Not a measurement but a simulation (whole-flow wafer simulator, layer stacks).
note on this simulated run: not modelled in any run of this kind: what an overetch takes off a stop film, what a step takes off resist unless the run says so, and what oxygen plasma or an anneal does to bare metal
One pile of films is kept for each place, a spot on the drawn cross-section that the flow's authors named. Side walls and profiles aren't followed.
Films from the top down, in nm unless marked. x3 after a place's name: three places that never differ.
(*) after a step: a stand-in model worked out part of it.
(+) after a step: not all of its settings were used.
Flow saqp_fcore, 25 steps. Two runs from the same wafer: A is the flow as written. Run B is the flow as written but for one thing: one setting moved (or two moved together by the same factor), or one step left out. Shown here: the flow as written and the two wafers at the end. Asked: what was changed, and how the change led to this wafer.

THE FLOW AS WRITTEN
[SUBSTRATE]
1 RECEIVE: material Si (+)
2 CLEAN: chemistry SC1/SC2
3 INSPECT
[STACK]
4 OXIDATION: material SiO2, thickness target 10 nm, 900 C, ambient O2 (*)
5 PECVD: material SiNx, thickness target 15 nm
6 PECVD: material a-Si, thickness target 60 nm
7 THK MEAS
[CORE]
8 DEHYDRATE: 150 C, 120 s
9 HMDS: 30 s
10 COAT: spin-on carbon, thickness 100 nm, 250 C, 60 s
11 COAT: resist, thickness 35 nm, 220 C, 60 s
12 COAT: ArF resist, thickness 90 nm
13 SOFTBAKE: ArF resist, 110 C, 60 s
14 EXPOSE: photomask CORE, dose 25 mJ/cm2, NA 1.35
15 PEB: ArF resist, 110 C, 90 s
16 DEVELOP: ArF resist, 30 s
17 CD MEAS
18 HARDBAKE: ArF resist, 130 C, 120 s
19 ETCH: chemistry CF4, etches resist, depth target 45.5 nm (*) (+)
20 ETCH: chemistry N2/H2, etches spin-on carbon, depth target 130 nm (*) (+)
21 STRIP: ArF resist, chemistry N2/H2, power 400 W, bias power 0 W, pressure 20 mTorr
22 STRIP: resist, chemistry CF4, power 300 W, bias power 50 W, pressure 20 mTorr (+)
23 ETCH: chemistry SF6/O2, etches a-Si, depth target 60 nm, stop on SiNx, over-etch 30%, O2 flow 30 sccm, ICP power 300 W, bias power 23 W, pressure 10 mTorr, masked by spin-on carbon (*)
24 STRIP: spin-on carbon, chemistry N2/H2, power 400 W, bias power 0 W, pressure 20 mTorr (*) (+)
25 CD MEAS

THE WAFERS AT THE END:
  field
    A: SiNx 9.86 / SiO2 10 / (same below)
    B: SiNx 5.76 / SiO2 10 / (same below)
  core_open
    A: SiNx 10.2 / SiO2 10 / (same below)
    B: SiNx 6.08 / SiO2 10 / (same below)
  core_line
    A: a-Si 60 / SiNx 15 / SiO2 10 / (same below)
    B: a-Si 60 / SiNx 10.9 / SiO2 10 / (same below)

The cause: step 5, PECVD: thickness target 10.9 nm was run, where the flow has thickness target 15 nm.
It can be read off the wafer: core_line has SiNx 10.9, and step 5 as written asks for 15 nm.

How the change led to this, step by step:
  5 PECVD: material SiNx, thickness target 15 nm
      field, core_open, core_line: A SiNx +15 (new film) | B SiNx +10.9 (new film)
